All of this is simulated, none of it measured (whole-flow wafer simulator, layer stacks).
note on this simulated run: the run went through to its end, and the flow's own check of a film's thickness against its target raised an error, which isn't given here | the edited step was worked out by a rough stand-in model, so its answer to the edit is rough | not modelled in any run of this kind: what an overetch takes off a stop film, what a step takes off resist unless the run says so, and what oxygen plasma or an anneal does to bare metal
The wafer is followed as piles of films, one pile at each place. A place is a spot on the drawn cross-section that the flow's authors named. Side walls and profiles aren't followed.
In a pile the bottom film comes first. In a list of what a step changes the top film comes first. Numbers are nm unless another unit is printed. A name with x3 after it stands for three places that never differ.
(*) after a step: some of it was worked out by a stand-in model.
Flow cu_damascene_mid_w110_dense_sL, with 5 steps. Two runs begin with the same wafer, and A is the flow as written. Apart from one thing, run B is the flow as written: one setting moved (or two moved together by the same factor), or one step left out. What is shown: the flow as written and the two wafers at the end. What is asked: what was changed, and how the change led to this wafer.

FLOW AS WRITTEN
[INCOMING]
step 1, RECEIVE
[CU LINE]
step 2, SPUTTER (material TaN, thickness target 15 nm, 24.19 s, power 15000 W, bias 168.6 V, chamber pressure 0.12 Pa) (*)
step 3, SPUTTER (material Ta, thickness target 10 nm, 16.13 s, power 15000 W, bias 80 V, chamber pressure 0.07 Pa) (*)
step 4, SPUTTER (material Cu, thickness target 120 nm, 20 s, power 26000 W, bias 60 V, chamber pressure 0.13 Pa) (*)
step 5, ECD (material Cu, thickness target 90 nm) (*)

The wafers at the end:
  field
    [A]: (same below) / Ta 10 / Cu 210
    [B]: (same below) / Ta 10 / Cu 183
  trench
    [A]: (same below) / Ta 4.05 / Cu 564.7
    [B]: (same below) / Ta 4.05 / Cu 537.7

Cause: step 5, ECD: thickness target 63 nm was run, whereas the flow has thickness target 90 nm.

Step by step, how the change led to this:
  step 5, ECD (material Cu, thickness target 90 nm) (*)
      field: A Cu gains 90 | B Cu gains 63
      trench: A Cu gains 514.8 | B Cu gains 487.8
